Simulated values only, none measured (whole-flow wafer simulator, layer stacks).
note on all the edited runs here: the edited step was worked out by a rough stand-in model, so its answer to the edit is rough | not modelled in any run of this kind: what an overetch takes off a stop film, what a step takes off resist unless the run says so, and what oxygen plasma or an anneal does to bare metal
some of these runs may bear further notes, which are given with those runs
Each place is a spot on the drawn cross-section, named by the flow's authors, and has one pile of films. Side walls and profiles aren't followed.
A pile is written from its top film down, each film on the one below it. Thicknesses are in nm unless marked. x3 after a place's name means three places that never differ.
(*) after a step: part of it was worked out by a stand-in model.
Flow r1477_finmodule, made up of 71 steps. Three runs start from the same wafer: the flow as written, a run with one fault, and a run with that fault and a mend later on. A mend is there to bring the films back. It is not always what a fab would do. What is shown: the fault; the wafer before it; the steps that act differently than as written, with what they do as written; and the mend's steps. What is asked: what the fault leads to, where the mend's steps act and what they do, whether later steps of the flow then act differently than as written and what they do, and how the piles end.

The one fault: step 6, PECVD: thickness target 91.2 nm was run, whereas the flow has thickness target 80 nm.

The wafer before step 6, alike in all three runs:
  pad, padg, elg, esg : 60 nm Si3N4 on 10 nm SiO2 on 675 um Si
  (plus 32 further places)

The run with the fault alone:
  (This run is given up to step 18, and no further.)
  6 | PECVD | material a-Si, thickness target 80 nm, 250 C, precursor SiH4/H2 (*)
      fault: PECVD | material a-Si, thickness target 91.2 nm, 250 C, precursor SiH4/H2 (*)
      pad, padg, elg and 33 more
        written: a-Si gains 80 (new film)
        fault: a-Si gains 91.2 (new film)
  Steps further on in the flow that do not act as written:
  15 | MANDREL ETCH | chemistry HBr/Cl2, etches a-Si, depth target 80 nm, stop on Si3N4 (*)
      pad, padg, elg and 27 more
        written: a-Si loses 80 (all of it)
        fault: a-Si loses 80
  Once step 18 is done, the piles at pad, padg, elg and 33 more depart from the flow's by more than 2% or 0.5 nm, whichever is larger.
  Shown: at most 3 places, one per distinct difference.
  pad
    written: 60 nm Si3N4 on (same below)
    fault: 11.2 nm a-Si on 60 nm Si3N4 on (same below)
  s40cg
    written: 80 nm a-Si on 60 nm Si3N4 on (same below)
    fault: 91.2 nm a-Si on 60 nm Si3N4 on (same below)

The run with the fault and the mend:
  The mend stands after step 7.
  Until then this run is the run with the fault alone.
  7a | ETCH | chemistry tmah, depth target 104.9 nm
      pad, padg, elg and 33 more
        a-Si loses 91.2 (all of it)
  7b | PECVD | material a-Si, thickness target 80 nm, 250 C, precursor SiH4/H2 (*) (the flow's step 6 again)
      pad, padg, elg and 33 more
        a-Si gains 80 (new film)
  Every later step of the flow that is run acts as written at every place that is followed.
  At every place that both follow, the piles at the end match the flow's.
